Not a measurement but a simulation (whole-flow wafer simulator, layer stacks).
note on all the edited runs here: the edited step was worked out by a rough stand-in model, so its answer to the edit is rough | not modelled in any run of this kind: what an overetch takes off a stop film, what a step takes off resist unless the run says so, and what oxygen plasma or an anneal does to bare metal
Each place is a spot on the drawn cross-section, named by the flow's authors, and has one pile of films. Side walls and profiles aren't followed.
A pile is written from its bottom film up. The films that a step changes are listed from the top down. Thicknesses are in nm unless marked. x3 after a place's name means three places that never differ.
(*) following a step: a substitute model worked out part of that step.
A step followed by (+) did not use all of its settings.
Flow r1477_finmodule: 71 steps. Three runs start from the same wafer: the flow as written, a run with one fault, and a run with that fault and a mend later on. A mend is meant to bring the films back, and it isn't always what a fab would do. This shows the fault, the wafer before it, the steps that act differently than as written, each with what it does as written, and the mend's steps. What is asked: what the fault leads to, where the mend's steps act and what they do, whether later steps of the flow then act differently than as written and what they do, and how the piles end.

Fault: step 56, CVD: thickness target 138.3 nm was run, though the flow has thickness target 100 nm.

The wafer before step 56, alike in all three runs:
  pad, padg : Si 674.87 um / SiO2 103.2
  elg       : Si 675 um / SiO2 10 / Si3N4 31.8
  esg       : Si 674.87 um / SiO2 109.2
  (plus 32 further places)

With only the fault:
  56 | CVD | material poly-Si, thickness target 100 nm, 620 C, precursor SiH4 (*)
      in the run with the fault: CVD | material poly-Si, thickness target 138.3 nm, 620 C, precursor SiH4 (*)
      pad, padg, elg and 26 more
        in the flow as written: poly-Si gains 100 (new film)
        in the run with the fault: poly-Si gains 138.3 (new film)
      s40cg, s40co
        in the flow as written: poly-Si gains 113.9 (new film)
        in the run with the fault: poly-Si gains 152.8 (new film)
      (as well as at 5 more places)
  Later steps of the flow acting differently than as written (2 other steps are not shown; they differ only slightly, by no more than 2% or 0.5 nm, whichever is larger):
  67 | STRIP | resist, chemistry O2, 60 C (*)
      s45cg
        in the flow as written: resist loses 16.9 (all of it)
        in the run with the fault: resist loses 16.3 (all of it)
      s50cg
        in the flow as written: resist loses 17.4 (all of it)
        in the run with the fault: resist loses 16.7 (all of it)
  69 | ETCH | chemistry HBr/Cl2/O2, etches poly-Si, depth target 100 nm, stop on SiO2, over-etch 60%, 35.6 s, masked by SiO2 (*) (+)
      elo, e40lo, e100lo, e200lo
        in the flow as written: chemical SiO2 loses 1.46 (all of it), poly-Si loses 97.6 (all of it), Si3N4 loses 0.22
        in the run with the fault: chemical SiO2 loses 1.46 (all of it), poly-Si loses 135.9 (all of it)
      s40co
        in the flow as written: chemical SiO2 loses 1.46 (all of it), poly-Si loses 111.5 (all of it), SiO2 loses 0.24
        in the run with the fault: chemical SiO2 loses 1.46 (all of it), poly-Si loses 150.3 (all of it)
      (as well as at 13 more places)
  By the end, the piles at padg, elg, esg and 15 more depart from the flow's by more than 2% or 0.5 nm, whichever is larger.
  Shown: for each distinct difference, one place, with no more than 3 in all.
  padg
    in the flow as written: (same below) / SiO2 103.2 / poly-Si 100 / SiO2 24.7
    in the run with the fault: (same below) / SiO2 103.2 / poly-Si 138.3 / SiO2 24.7
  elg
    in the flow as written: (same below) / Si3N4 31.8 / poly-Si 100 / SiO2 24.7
    in the run with the fault: (same below) / Si3N4 31.8 / poly-Si 138.3 / SiO2 24.7
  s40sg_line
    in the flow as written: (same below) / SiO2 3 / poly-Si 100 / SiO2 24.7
    in the run with the fault: (same below) / SiO2 3 / poly-Si 138.3 / SiO2 24.7

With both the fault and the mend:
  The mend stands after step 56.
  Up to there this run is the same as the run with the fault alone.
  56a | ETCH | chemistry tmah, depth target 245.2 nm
      pad, padg, elg and 26 more
        poly-Si loses 138.3 (all of it)
      s40cg, s40co
        poly-Si loses 152.8 (all of it)
      s45cg, s45co
        poly-Si loses 152.4 (all of it)
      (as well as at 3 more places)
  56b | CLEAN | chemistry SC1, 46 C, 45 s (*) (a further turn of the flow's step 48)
      s40sg_line, s45sg_line, s50sg_line, s40so_line, s45so_line, s50so_line
        SiO2 loses 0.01
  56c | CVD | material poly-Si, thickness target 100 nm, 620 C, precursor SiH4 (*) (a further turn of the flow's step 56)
      pad, padg, elg and 26 more
        poly-Si gains 100 (new film)
      s40cg, s40co
        poly-Si gains 113.9 (new film)
      s45cg, s45co
        poly-Si gains 113.4 (new film)
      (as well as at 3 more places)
  Later steps of the flow that are run all act as written at every place that is followed, up to a difference of at most 2% or 0.5 nm, whichever is larger.
  At the end the piles are close to the flow's at the places that both follow, differing by at most 2% or 0.5 nm, whichever is larger.
